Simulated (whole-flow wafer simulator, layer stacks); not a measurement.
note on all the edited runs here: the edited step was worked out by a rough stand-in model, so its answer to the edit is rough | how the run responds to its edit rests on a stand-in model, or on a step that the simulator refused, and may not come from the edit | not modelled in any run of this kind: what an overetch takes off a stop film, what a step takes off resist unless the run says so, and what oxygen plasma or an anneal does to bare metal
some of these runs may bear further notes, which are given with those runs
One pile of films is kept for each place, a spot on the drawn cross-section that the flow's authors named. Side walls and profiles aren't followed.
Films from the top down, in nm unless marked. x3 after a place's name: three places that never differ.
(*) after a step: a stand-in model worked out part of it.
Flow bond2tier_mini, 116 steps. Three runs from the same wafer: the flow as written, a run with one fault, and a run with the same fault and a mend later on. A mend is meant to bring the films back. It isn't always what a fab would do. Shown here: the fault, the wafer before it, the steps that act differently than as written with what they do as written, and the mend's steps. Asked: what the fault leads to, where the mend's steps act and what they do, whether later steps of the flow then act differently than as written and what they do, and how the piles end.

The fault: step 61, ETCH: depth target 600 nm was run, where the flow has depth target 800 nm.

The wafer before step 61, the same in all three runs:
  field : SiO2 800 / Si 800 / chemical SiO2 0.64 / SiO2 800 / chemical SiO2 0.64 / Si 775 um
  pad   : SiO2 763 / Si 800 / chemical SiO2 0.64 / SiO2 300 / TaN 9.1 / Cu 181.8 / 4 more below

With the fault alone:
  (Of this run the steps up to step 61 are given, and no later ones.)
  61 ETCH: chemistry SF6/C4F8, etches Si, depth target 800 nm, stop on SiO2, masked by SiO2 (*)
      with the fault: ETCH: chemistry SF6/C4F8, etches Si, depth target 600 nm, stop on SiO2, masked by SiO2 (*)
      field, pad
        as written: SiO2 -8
        with the fault: SiO2 -6
  After step 61 the piles differ from the flow's only slightly at the places that both follow, by at most 2% or 0.5 nm, whichever is larger.

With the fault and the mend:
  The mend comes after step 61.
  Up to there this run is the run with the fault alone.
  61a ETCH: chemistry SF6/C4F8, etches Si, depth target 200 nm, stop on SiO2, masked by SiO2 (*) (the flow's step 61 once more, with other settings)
      field, pad
        SiO2 -2
  No later step of the flow acts differently than as written at any place that is followed.
  At the end the piles are the same as the flow's at every place that both follow.
